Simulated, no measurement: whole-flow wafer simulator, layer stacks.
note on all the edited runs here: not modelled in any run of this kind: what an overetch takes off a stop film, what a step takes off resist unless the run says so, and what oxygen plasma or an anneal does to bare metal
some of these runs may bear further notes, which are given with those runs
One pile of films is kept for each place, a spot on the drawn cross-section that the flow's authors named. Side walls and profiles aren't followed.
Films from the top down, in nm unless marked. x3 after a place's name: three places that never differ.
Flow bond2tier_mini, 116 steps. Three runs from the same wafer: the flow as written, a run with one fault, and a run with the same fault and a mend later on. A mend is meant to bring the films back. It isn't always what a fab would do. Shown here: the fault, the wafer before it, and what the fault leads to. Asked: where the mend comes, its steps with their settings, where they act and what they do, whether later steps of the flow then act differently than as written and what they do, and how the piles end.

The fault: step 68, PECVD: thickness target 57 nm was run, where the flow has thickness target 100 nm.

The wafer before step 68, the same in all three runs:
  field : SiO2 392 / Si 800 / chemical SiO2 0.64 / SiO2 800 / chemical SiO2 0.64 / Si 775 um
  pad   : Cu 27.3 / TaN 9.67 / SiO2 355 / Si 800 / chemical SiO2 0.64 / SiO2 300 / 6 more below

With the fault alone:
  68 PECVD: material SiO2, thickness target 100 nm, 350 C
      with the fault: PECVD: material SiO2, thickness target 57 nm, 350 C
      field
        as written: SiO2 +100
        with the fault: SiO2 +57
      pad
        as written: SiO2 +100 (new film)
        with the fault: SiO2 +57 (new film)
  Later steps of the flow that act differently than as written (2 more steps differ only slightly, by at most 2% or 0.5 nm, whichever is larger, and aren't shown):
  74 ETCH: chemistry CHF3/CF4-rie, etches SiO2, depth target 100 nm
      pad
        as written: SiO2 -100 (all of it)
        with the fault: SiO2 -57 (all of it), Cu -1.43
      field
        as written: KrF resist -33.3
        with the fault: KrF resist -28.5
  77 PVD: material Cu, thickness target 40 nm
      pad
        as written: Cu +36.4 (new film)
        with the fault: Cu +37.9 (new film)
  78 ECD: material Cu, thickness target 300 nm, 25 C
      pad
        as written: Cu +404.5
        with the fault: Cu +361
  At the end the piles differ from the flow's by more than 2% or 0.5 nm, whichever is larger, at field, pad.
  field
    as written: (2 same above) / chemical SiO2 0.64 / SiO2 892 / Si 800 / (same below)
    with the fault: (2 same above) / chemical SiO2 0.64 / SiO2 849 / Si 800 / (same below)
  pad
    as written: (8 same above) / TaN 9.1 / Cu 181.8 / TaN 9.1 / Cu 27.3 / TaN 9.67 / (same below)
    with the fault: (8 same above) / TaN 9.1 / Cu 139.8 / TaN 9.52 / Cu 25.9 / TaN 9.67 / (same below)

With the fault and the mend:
  The mend comes after step 68.
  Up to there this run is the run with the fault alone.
  68a PECVD: material SiO2, thickness target 43 nm, 350 C (the flow's step 68 once more, with other settings)
      field, pad
        SiO2 +43
  No later step of the flow acts differently than as written at any place that is followed.
  At the end the piles are the same as the flow's at every place that both follow.
